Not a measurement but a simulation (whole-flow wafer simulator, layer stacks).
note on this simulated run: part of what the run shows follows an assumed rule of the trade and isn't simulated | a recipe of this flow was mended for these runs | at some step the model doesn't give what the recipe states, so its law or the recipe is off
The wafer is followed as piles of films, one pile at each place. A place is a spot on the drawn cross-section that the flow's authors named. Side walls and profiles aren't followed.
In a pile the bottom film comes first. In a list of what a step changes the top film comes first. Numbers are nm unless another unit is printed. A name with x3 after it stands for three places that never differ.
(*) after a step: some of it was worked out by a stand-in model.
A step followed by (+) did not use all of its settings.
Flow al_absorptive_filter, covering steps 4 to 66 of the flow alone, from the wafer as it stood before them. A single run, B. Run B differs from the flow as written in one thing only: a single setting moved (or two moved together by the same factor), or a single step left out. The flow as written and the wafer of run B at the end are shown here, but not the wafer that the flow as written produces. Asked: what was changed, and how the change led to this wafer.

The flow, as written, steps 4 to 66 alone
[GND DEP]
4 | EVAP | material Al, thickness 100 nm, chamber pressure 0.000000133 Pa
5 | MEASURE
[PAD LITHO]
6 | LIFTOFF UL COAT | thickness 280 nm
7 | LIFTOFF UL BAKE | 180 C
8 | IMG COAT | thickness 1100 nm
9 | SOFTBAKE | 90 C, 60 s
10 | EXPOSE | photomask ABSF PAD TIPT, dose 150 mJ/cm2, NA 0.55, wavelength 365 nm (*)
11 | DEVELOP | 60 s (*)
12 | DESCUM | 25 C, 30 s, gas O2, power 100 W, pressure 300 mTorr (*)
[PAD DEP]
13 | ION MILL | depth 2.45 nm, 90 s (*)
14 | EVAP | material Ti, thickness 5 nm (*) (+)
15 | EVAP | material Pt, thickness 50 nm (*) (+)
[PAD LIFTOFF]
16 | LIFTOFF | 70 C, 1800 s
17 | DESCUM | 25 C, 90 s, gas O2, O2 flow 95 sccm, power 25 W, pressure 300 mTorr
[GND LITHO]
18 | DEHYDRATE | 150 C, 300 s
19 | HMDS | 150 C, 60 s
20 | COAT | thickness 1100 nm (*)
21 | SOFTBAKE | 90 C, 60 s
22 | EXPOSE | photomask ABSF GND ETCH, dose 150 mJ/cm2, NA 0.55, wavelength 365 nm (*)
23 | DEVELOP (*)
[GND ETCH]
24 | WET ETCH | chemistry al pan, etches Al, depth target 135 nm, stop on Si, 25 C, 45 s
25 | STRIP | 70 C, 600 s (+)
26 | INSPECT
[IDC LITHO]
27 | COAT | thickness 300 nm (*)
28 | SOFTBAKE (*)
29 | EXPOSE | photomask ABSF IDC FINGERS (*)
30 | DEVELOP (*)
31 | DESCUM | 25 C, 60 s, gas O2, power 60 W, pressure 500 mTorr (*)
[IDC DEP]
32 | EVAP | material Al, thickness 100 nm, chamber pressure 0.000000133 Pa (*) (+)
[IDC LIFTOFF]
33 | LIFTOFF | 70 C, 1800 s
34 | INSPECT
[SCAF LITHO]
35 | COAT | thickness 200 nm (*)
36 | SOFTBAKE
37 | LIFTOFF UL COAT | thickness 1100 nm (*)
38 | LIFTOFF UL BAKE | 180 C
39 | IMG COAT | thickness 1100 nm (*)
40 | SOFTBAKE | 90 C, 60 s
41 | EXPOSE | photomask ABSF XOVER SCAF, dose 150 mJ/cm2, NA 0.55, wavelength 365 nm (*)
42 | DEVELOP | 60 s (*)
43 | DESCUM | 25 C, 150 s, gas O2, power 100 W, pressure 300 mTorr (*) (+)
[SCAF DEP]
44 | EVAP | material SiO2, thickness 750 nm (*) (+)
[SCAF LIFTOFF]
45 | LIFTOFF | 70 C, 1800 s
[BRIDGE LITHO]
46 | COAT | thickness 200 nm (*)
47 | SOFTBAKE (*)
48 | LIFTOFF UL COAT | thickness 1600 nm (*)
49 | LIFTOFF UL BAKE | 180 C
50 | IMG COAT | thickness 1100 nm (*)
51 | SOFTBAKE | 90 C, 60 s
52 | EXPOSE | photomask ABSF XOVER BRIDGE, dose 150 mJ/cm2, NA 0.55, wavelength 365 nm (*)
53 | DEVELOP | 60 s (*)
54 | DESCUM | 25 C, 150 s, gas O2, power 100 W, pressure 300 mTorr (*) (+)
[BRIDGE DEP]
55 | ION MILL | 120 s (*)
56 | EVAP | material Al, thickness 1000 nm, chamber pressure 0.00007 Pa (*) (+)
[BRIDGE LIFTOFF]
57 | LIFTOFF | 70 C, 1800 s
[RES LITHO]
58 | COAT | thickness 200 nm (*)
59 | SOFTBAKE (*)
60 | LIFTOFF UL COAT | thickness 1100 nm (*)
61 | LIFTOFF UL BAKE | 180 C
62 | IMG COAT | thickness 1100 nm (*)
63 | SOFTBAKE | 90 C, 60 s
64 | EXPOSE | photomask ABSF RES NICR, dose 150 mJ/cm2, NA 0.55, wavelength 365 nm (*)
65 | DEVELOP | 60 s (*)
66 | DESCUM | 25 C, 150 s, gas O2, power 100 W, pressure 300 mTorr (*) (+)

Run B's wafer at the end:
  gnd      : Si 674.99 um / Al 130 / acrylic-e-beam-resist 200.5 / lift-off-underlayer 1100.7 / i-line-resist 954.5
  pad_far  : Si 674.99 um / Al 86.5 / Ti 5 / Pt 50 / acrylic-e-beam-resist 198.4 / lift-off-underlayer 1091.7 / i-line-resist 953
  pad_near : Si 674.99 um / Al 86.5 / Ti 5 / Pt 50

What caused this: step 4, EVAP: thickness 130 nm was run, while the flow as written has thickness 100 nm.
The wafer lets one read it off: gnd has Al 130, and step 4 as written asks for 100 nm.

How this came from the change, step by step:
  4 | EVAP | material Al, thickness 100 nm, chamber pressure 0.000000133 Pa
      gnd, pad_far, pad_near and 11 more: Al gains 130 (new film) (it would be, as written: Al gains 100 (new film))
  24 | WET ETCH | chemistry al pan, etches Al, depth target 135 nm, stop on Si, 25 C, 45 s
      res, xl_gap, idc_field, idc_line, idc_space: Al loses 116.7 (all of it) (it would be, as written: Al loses 86.7 (all of it))
  27 | COAT | thickness 300 nm (*)
      ledge: e-beam-resist gains 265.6 (new film) (it would be, as written: e-beam-resist gains 274.4 (new film))
      res: e-beam-resist gains 363.5 (new film) (it would be, as written: e-beam-resist gains 349.6 (new film))
      (also at 1 further place)
  33 | LIFTOFF | 70 C, 1800 s
      ledge: Al loses 100 (all of it), e-beam-resist loses 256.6 (all of it) (it would be, as written: Al loses 100 (all of it), e-beam-resist loses 265.3 (all of it))
      res: Al loses 100 (all of it), e-beam-resist loses 354.5 (all of it) (it would be, as written: Al loses 100 (all of it), e-beam-resist loses 340.6 (all of it))
      (also at 1 further place)
  35 | COAT | thickness 200 nm (*)
      ledge: acrylic-e-beam-resist gains 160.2 (new film) (it would be, as written: acrylic-e-beam-resist gains 169.8 (new film))
      res: acrylic-e-beam-resist gains 239.3 (new film) (it would be, as written: acrylic-e-beam-resist gains 231.4 (new film))
      (also at 2 further places)
  43 | DESCUM | 25 C, 150 s, gas O2, power 100 W, pressure 300 mTorr (*) (+)
      gnd, pad_far, pad_near and 7 more: i-line-resist loses 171 (it would be, as written: i-line-resist loses 159.6)
      xl_gap: acrylic-e-beam-resist loses 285 (all of it) (it would be, as written: acrylic-e-beam-resist loses 265.9 (all of it))
      (also at 1 further place)
  45 | LIFTOFF | 70 C, 1800 s
      ledge: SiO2 loses 750 (all of it), i-line-resist loses 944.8 (all of it), lift-off-underlayer loses 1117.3 (all of it), acrylic-e-beam-resist loses 160.2 (all of it) (it would be, as written: SiO2 loses 750 (all of it), i-line-resist loses 952.1 (all of it), lift-off-underlayer loses 1114 (all of it), acrylic-e-beam-resist loses 169.8 (all of it))
      res: SiO2 loses 750 (all of it), i-line-resist loses 950 (all of it), lift-off-underlayer loses 1163.1 (all of it), acrylic-e-beam-resist loses 239.3 (all of it) (it would be, as written: SiO2 loses 750 (all of it), i-line-resist loses 956.3 (all of it), lift-off-underlayer loses 1148.2 (all of it), acrylic-e-beam-resist loses 231.4 (all of it))
  46 | COAT | thickness 200 nm (*)
      ledge: acrylic-e-beam-resist gains 160.2 (new film) (it would be, as written: acrylic-e-beam-resist gains 169.8 (new film))
      res: acrylic-e-beam-resist gains 239.3 (new film) (it would be, as written: acrylic-e-beam-resist gains 231.4 (new film))
      (also at 2 further places)
  54 | DESCUM | 25 C, 150 s, gas O2, power 100 W, pressure 300 mTorr (*) (+)
      xl_gap: acrylic-e-beam-resist loses 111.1 (all of it) (it would be, as written: acrylic-e-beam-resist loses 97.9 (all of it))
      xl_turn: acrylic-e-beam-resist loses 137.3 (all of it) (it would be, as written: acrylic-e-beam-resist loses 141.8 (all of it))
  57 | LIFTOFF | 70 C, 1800 s
      ledge: Al loses 1000 (all of it), i-line-resist loses 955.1 (all of it), lift-off-underlayer loses 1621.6 (all of it), acrylic-e-beam-resist loses 160.2 (all of it) (it would be, as written: Al loses 1000 (all of it), i-line-resist loses 951.7 (all of it), lift-off-underlayer loses 1617.2 (all of it), acrylic-e-beam-resist loses 169.8 (all of it))
      res: Al loses 1000 (all of it), i-line-resist loses 958.3 (all of it), lift-off-underlayer loses 1669.6 (all of it), acrylic-e-beam-resist loses 239.3 (all of it) (it would be, as written: Al loses 1000 (all of it), i-line-resist loses 954.3 (all of it), lift-off-underlayer loses 1653.2 (all of it), acrylic-e-beam-resist loses 231.4 (all of it))
  58 | COAT | thickness 200 nm (*)
      ledge: acrylic-e-beam-resist gains 160.2 (new film) (it would be, as written: acrylic-e-beam-resist gains 169.8 (new film))
      res: acrylic-e-beam-resist gains 239.3 (new film) (it would be, as written: acrylic-e-beam-resist gains 231.4 (new film))
      (also at 2 further places)
  66 | DESCUM | 25 C, 150 s, gas O2, power 100 W, pressure 300 mTorr (*) (+)
      gnd, pad_far, xa_field and 8 more: i-line-resist loses 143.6 (it would be, as written: i-line-resist loses 138.9)
      ledge: acrylic-e-beam-resist loses 160.2 (all of it) (it would be, as written: acrylic-e-beam-resist loses 169.8 (all of it))
      (also at 1 further place)
